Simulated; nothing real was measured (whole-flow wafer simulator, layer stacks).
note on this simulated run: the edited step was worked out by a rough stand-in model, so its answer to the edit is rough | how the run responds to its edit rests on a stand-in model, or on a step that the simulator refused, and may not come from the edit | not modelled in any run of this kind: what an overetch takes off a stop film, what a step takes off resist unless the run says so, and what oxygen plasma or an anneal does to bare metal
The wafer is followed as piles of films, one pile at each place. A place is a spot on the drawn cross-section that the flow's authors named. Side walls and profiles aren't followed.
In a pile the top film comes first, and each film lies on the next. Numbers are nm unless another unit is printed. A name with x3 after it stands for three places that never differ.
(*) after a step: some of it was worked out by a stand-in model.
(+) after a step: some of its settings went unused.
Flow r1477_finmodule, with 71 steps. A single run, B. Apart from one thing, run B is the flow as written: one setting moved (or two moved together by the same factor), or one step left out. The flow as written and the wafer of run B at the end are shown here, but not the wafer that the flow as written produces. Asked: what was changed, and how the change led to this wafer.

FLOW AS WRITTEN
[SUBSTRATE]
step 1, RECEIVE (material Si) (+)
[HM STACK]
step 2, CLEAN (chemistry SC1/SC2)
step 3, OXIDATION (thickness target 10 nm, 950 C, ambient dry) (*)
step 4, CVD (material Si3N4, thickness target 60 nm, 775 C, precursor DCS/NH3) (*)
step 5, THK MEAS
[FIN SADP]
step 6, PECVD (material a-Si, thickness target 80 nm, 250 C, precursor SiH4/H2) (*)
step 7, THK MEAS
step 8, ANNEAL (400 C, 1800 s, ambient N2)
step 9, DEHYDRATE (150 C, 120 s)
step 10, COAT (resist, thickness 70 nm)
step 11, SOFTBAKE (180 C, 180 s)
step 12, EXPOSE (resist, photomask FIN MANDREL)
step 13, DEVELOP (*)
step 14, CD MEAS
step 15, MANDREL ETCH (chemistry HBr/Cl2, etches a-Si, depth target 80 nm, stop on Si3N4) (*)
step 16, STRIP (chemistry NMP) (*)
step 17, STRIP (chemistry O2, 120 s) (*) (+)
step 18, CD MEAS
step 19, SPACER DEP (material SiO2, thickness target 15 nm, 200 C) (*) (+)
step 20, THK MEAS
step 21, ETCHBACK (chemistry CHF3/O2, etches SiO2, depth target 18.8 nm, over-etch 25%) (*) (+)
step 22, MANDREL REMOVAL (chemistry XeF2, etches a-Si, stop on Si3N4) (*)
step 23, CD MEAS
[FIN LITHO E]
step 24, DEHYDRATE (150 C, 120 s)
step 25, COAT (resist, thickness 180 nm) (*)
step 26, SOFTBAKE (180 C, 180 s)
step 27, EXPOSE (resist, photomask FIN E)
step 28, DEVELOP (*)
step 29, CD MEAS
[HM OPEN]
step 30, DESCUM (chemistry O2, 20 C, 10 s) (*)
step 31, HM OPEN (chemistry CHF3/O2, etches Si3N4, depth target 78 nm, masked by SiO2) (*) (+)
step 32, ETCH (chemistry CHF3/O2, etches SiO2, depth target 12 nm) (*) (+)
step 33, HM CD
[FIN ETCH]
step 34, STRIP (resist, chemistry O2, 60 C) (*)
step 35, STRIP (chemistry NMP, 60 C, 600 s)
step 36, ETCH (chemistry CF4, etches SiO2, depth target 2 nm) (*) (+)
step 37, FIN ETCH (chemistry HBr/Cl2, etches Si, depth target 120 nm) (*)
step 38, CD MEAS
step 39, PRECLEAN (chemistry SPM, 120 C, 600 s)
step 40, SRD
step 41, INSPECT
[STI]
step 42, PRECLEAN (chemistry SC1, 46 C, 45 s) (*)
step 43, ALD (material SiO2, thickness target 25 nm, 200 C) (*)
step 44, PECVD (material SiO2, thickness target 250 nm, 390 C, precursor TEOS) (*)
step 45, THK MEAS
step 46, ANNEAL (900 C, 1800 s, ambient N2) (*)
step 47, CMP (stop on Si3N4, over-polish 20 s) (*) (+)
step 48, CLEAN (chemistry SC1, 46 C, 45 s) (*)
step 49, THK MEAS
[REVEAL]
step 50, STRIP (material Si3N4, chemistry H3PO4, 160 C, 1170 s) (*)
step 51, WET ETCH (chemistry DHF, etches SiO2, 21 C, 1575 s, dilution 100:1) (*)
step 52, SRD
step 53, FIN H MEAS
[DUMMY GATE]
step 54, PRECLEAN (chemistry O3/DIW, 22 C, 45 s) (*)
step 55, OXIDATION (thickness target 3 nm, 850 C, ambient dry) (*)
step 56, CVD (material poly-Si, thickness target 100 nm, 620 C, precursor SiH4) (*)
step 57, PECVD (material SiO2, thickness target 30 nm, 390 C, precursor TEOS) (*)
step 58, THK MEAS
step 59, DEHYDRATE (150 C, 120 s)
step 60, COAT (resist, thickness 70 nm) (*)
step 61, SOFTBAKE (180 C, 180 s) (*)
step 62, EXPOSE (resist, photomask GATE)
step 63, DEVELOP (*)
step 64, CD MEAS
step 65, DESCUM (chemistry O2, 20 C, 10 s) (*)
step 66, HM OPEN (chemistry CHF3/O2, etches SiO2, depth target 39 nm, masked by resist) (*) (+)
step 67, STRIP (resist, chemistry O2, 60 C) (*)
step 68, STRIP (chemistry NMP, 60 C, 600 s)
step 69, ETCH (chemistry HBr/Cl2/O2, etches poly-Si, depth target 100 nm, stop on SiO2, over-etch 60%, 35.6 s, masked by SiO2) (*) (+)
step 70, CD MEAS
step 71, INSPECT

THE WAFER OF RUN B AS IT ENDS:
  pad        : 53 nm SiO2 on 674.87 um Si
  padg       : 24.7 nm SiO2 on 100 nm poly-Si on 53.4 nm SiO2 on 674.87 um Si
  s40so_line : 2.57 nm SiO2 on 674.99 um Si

Cause: step 44, PECVD: thickness target 122.5 nm was run, whereas the flow has thickness target 250 nm.

Step by step, how the change led to this:
  step 44, PECVD (material SiO2, thickness target 250 nm, 390 C, precursor TEOS) (*)
      pad, padg, elg and 33 more: +122.5 SiO2 (in the flow as written it would be: +250 SiO2)
  step 46, ANNEAL (900 C, 1800 s, ambient N2) (*)
      pad, padg, elg and 33 more: -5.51 SiO2 (in the flow as written it would be: -11.2 SiO2)
  step 47, CMP (stop on Si3N4, over-polish 20 s) (*) (+)
      pad, padg, e40sg and 11 more: nothing (in the flow as written it would be: -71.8 SiO2)
      eso: nothing (in the flow as written it would be: -72.4 SiO2)
      (and at 21 other places as well)
  step 60, COAT (resist, thickness 70 nm) (*)
      e40lg, e100lg, e200lg, elo, e40lo, e100lo, e200lo: +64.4 resist (new film) (in the flow as written it would be: +66.9 resist (new film))
      e40sg, e40so: +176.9 resist (new film) (in the flow as written it would be: +129.5 resist (new film))
      (and at 23 other places as well)
  step 63, DEVELOP (*)
      elo, e40lo, e100lo, e200lo: -64.4 resist (all of it) (in the flow as written it would be: -66.9 resist (all of it))
      eso: -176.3 resist (all of it) (in the flow as written it would be: -129.5 resist (all of it))
      (and at 12 other places as well)
  step 67, STRIP (resist, chemistry O2, 60 C) (*)
      e40lg, e100lg, e200lg: -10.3 resist (all of it) (in the flow as written it would be: -12.8 resist (all of it))
      e40sg: -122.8 resist (all of it) (in the flow as written it would be: -75.4 resist (all of it))
      (and at 11 other places as well)
